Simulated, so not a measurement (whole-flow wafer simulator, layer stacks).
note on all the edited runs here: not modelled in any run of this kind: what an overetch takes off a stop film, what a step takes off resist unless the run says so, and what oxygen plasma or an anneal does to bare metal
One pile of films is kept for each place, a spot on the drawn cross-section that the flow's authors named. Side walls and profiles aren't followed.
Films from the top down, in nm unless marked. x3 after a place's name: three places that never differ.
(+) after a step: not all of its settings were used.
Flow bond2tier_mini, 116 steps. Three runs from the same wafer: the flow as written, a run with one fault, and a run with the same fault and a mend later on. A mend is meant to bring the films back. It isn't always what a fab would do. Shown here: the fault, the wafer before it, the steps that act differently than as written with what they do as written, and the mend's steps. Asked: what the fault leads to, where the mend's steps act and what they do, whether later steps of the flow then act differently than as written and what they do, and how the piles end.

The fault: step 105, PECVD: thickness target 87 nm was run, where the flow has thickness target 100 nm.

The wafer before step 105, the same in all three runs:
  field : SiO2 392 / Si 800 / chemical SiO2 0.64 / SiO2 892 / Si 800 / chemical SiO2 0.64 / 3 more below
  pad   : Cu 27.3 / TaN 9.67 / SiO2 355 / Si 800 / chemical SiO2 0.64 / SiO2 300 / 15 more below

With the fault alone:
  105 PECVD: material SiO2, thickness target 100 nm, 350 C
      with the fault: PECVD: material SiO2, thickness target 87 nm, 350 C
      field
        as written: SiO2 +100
        with the fault: SiO2 +87
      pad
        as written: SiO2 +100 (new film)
        with the fault: SiO2 +87 (new film)
  Later steps of the flow that act differently than as written (2 more steps differ only slightly, by at most 2% or 0.5 nm, whichever is larger, and aren't shown):
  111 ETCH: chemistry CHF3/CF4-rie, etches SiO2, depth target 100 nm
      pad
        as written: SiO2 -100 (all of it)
        with the fault: SiO2 -87 (all of it), Cu -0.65
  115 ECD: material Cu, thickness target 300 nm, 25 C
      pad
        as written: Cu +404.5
        with the fault: Cu +391.6
  At the end the piles differ from the flow's by more than 2% or 0.5 nm, whichever is larger, at field, pad.
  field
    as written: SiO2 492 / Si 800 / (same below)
    with the fault: SiO2 479 / Si 800 / (same below)
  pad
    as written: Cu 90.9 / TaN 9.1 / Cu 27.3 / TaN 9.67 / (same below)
    with the fault: Cu 78.4 / TaN 9.25 / Cu 26.7 / TaN 9.67 / (same below)

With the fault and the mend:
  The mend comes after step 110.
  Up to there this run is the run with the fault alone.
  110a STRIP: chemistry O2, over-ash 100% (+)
      field
        KrF resist -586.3 (all of it)
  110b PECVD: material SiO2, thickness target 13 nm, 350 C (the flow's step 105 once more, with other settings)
      field, pad
        SiO2 +13
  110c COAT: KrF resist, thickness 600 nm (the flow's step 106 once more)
      field, pad
        KrF resist +600 (new film)
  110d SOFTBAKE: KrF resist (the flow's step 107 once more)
      changes no film at any place that is followed
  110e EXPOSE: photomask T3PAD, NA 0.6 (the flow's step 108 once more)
      changes no film at any place that is followed
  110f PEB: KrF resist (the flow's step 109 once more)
      changes no film at any place that is followed
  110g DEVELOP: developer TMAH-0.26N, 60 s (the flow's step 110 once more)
      field
        KrF resist -13.7
      pad
        KrF resist -600 (all of it)
  No later step of the flow acts differently than as written at any place that is followed.
  At the end the piles are the same as the flow's at every place that both follow.
